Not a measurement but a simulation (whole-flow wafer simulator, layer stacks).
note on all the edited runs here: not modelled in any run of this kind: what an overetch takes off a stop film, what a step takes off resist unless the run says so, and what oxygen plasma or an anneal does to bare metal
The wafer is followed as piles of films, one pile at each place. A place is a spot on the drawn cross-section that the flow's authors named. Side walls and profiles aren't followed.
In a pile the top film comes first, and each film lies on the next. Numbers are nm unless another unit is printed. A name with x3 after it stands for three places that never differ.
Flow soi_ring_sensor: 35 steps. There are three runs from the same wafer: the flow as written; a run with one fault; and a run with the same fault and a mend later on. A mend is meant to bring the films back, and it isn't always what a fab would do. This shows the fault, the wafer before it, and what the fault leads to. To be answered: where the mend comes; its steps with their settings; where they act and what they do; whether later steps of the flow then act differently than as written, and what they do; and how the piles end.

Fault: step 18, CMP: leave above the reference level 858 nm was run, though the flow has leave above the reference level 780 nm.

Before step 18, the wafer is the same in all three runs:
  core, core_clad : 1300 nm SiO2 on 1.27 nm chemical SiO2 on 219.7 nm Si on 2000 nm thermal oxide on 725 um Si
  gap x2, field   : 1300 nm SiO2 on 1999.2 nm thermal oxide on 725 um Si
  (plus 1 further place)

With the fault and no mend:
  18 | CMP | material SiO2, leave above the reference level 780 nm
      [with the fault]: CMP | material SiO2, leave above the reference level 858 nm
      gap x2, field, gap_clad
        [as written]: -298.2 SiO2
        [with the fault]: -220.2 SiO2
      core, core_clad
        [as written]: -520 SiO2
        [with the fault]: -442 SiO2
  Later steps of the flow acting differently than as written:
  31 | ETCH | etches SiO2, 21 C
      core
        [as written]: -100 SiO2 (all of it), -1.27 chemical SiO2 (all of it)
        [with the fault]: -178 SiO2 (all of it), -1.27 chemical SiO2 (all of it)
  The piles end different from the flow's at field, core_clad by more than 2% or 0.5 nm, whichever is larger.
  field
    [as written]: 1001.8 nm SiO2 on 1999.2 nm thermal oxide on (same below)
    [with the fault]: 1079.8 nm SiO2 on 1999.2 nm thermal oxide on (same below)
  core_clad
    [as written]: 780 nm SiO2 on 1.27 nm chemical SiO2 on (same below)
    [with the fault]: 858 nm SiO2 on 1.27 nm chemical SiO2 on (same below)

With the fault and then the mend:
  The mend follows step 19.
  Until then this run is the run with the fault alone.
  19a | CMP | material SiO2, leave above the reference level 780 nm (the flow's step 18 again)
      core, gap x2, field, core_clad, gap_clad
        -78 SiO2
  None of the later steps of the flow acts differently than as written at any place that is followed.
  At every place that both follow, the piles at the end match the flow's.
